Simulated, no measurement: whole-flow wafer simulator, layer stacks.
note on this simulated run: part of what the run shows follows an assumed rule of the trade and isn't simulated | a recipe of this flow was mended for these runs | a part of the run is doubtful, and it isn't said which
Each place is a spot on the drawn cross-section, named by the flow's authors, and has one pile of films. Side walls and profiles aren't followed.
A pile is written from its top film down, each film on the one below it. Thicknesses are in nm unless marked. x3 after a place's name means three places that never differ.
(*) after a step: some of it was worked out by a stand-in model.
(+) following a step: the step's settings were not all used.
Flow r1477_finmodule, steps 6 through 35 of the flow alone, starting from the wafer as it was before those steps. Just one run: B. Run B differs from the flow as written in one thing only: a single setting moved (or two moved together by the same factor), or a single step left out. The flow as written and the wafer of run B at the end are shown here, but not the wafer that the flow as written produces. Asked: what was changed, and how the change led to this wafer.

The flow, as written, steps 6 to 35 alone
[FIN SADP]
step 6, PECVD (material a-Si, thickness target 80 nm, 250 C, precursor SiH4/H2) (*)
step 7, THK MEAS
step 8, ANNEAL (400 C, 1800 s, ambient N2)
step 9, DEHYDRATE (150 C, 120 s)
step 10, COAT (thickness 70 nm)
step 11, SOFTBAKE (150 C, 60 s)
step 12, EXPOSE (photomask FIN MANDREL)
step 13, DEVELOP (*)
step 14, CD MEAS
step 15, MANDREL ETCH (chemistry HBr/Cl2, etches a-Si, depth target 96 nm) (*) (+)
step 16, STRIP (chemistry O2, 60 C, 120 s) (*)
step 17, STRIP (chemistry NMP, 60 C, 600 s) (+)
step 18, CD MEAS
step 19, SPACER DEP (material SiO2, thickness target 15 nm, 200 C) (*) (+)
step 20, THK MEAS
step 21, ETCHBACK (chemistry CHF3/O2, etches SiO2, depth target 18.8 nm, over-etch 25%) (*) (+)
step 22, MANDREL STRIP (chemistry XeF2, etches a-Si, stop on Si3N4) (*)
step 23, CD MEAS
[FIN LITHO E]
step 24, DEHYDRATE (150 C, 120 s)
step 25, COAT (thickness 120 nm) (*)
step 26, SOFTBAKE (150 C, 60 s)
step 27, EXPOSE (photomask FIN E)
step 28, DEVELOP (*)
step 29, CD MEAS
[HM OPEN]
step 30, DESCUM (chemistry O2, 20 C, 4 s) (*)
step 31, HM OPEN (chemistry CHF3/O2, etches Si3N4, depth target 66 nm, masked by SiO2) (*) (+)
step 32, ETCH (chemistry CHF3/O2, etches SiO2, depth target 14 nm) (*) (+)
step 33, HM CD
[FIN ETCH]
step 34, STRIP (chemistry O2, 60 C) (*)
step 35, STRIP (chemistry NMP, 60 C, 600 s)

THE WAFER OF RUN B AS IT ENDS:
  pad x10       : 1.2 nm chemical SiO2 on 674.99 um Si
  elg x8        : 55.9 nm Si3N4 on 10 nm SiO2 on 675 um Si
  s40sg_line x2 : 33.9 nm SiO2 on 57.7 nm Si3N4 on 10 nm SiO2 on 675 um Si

What caused this: step 21, ETCHBACK: depth target 16.9 nm was run, though the flow has depth target 18.8 nm.

Step by step, how the change led to this:
  step 21, ETCHBACK (chemistry CHF3/O2, etches SiO2, depth target 18.8 nm, over-etch 25%) (*) (+)
      pad x10, elg x8, s40sg x2, s45sg x2, s50sg x2: SiO2 loses 15 (all of it), Si3N4 loses 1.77 (in the flow as written it would be: SiO2 loses 15 (all of it), Si3N4 loses 3.62)
  step 31, HM OPEN (chemistry CHF3/O2, etches Si3N4, depth target 66 nm, masked by SiO2) (*) (+)
      pad x10, s40sg x2, s45sg x2, s50sg x2: Si3N4 loses 55.9 (all of it), SiO2 loses 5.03 (in the flow as written it would be: Si3N4 loses 54.1 (all of it), SiO2 loses 5.95)
  step 32, ETCH (chemistry CHF3/O2, etches SiO2, depth target 14 nm) (*) (+)
      pad x10, s40sg x2, s45sg x2, s50sg x2: SiO2 loses 4.97 (all of it), Si loses 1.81 (in the flow as written it would be: SiO2 loses 4.05 (all of it), Si loses 1.99)
